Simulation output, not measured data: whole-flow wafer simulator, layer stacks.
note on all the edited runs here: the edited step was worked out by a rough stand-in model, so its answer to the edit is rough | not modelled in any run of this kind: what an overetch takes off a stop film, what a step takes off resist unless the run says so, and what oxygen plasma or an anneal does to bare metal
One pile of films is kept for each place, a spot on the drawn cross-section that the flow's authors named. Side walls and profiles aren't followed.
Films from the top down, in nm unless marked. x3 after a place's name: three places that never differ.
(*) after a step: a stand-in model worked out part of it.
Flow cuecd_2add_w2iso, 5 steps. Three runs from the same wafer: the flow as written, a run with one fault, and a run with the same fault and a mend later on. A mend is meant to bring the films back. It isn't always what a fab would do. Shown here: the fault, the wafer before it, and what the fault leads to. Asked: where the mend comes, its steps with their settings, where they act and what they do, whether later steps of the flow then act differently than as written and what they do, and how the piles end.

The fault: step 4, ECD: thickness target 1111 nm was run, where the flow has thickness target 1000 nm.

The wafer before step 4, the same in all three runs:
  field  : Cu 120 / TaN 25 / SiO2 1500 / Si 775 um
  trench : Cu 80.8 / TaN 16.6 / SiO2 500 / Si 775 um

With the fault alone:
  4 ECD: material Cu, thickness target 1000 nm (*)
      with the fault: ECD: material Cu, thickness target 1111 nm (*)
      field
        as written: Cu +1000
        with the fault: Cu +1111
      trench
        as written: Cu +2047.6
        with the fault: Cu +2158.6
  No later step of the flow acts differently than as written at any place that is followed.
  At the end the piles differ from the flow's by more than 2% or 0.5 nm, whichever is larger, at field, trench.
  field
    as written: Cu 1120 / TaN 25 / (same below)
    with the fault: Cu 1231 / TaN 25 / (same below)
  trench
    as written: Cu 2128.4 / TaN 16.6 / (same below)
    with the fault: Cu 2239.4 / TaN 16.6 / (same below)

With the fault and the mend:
  The mend comes after step 5.
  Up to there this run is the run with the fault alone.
  5a ETCH: chemistry cu recess dil, depth target 111 nm
      field, trench
        Cu -111
  No later step of the flow acts differently than as written at any place that is followed.
  At the end the piles are the same as the flow's at every place that both follow.
